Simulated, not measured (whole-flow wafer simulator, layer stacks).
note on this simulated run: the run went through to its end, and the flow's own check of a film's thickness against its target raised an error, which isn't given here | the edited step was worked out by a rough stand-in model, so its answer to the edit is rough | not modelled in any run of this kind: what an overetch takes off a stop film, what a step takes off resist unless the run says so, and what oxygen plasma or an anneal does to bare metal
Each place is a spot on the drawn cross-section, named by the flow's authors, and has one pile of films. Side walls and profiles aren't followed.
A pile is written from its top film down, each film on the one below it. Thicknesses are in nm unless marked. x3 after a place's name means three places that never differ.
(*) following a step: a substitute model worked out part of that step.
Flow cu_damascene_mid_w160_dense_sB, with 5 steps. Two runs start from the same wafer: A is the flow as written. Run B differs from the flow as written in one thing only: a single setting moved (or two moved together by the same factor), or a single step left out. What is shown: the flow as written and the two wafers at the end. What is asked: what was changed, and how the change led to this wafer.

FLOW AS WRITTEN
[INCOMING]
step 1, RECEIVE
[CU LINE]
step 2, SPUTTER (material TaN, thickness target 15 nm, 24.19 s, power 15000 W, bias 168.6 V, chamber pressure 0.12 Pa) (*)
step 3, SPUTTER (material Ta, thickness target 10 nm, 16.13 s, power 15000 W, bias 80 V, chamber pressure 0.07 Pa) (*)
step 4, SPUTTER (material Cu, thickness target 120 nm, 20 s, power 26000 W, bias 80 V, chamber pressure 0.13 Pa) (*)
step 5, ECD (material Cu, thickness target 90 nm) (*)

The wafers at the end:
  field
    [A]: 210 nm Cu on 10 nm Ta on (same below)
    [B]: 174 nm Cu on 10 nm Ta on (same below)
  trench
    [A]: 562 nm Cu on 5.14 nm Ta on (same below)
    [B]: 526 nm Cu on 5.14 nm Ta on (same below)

The reason: step 4, SPUTTER: 14 s was run, while the flow as written has 20 s.

Step by step, how the change led to this:
  step 4, SPUTTER (material Cu, thickness target 120 nm, 20 s, power 26000 W, bias 80 V, chamber pressure 0.13 Pa) (*)
      field: A +120 Cu (new film) | B +84 Cu (new film)
      trench: A +62 Cu (new film) | B +43.4 Cu (new film)
  step 5, ECD (material Cu, thickness target 90 nm) (*)
      trench: A +500 Cu | B +482.6 Cu
